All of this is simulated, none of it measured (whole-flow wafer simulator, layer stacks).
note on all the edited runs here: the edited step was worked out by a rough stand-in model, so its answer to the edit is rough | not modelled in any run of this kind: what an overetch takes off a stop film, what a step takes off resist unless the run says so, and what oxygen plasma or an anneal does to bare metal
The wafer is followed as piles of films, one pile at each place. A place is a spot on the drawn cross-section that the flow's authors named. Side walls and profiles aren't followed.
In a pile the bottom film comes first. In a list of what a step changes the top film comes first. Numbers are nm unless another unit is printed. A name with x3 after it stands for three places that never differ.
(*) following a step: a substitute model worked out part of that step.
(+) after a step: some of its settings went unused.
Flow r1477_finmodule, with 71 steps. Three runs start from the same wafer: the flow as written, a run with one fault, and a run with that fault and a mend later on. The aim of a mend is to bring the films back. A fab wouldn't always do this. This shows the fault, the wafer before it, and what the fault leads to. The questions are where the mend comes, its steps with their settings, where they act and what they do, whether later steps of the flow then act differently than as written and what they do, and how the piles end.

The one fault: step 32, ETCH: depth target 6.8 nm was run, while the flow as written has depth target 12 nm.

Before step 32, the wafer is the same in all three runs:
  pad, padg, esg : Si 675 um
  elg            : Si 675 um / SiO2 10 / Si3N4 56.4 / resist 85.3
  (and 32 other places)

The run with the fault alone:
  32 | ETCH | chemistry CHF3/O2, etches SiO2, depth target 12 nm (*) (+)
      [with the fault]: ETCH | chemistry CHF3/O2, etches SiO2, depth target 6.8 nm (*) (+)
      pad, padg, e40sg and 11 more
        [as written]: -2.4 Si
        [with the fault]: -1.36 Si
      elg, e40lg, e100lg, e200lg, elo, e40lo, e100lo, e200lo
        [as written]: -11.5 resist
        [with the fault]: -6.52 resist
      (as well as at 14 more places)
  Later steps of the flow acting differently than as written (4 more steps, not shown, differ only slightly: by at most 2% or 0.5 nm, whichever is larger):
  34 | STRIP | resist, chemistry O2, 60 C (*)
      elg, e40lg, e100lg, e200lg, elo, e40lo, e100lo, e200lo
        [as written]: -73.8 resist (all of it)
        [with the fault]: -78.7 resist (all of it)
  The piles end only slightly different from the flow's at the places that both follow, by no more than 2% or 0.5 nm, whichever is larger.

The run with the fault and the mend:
  The mend follows step 32.
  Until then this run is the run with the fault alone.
  32a | ETCH | chemistry CHF3/O2, etches SiO2, depth target 5.2 nm (*) (a further turn of the flow's step 32, with different settings)
      pad, padg, e40sg and 11 more
        -1.04 Si
      elg, e40lg, e100lg, e200lg, elo, e40lo, e100lo, e200lo
        -4.98 resist
      s40sg_line, s45sg_line, s50sg_line, s40so_line, s45so_line, s50so_line
        -5.2 SiO2
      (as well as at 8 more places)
  Later steps of the flow that are run all act as written at every place that is followed, up to a difference of at most 2% or 0.5 nm, whichever is larger.
  The piles end only slightly different from the flow's at the places that both follow, by no more than 2% or 0.5 nm, whichever is larger.
